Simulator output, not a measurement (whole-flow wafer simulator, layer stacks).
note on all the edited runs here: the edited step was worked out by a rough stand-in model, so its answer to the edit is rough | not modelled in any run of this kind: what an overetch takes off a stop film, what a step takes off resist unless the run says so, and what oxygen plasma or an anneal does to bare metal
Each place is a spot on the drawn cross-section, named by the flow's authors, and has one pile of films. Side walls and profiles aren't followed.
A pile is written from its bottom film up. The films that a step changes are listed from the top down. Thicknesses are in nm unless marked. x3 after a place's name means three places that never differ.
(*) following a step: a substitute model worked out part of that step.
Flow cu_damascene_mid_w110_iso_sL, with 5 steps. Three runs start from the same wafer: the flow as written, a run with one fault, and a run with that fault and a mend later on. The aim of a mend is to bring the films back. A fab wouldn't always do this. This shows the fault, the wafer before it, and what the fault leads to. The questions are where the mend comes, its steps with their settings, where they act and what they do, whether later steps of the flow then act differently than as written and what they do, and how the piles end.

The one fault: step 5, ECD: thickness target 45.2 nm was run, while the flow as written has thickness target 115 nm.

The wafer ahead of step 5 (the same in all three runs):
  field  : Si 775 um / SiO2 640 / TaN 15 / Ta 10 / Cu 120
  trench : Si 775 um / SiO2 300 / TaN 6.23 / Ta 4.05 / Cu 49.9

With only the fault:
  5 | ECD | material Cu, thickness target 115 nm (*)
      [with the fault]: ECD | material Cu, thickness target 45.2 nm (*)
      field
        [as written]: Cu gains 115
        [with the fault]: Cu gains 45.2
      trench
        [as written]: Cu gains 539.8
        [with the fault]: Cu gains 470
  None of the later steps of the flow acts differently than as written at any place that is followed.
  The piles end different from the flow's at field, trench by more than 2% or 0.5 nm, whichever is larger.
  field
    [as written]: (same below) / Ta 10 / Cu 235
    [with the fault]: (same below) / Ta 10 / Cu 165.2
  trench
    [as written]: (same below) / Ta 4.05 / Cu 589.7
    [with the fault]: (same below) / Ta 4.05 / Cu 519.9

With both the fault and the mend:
  The mend follows step 5.
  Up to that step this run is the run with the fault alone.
  5a | ECD | material Cu, thickness target 69.8 nm (the flow's step 5, run once more with other settings)
      field, trench
        Cu gains 69.8
  None of the later steps of the flow acts differently than as written at any place that is followed.
  By the end, the piles equal the flow's at every place that both follow.
